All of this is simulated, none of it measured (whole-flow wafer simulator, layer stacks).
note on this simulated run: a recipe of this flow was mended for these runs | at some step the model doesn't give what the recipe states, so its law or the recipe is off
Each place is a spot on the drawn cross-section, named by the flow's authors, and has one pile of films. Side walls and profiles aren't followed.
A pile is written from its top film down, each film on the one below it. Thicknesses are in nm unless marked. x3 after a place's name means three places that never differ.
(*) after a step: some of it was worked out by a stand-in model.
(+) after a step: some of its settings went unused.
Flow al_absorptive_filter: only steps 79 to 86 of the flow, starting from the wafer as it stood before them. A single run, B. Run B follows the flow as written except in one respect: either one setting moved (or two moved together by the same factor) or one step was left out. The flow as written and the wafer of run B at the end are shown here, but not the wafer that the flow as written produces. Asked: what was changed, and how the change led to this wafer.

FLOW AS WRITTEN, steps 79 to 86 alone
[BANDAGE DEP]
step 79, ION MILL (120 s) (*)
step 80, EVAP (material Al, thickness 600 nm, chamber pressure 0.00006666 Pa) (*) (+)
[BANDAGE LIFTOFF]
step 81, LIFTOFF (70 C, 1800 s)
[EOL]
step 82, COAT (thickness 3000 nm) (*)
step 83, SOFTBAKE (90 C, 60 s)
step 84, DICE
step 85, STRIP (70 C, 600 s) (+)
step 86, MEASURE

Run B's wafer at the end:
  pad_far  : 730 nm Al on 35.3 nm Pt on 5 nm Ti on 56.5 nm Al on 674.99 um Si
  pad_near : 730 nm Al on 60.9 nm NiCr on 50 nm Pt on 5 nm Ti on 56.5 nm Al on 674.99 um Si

The reason: step 80, EVAP: thickness 730 nm was run, though the flow has thickness 600 nm.
The wafer itself shows it: pad_far has Al 730, and step 80 as written asks for 600 nm.

The path from the change to this, step by step:
  step 80, EVAP (material Al, thickness 600 nm, chamber pressure 0.00006666 Pa) (*) (+)
      gnd, pad_far, pad_near and 11 more: Al gains 730 (new film) (it would be, as written: Al gains 600 (new film))
  step 81, LIFTOFF (70 C, 1800 s)
      xa_field, xl_land, idc_field: Al loses 730 (all of it), i-line-resist loses 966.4 (all of it), lift-off-underlayer loses 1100 (all of it), acrylic-e-beam-resist loses 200 (all of it) (it would be, as written: Al loses 600 (all of it), i-line-resist loses 966.4 (all of it), lift-off-underlayer loses 1100 (all of it), acrylic-e-beam-resist loses 200 (all of it))
      gnd: Al loses 730 (all of it), i-line-resist loses 968.3 (all of it), lift-off-underlayer loses 1103.3 (all of it), acrylic-e-beam-resist loses 200.9 (all of it) (it would be, as written: Al loses 600 (all of it), i-line-resist loses 968.3 (all of it), lift-off-underlayer loses 1103.3 (all of it), acrylic-e-beam-resist loses 200.9 (all of it))
      (also at 8 further places)
  step 82, COAT (thickness 3000 nm) (*)
      pad_far: i-line-resist gains 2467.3 (new film) (it would be, as written: i-line-resist gains 2560.9 (new film))
      pad_near: i-line-resist gains 2385.8 (new film) (it would be, as written: i-line-resist gains 2480.3 (new film))
  step 83, SOFTBAKE (90 C, 60 s)
      gnd: i-line-resist gains 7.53 (it would be, as written: i-line-resist gains 6.13)
      pad_far: i-line-resist loses 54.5 (it would be, as written: i-line-resist loses 44.2)
      (also at 2 further places)
  step 85, STRIP (70 C, 600 s) (+)
      pad_far: i-line-resist loses 2412.7 (all of it) (it would be, as written: i-line-resist loses 2516.7 (all of it))
      pad_near: i-line-resist loses 2334.9 (all of it) (it would be, as written: i-line-resist loses 2439.3 (all of it))
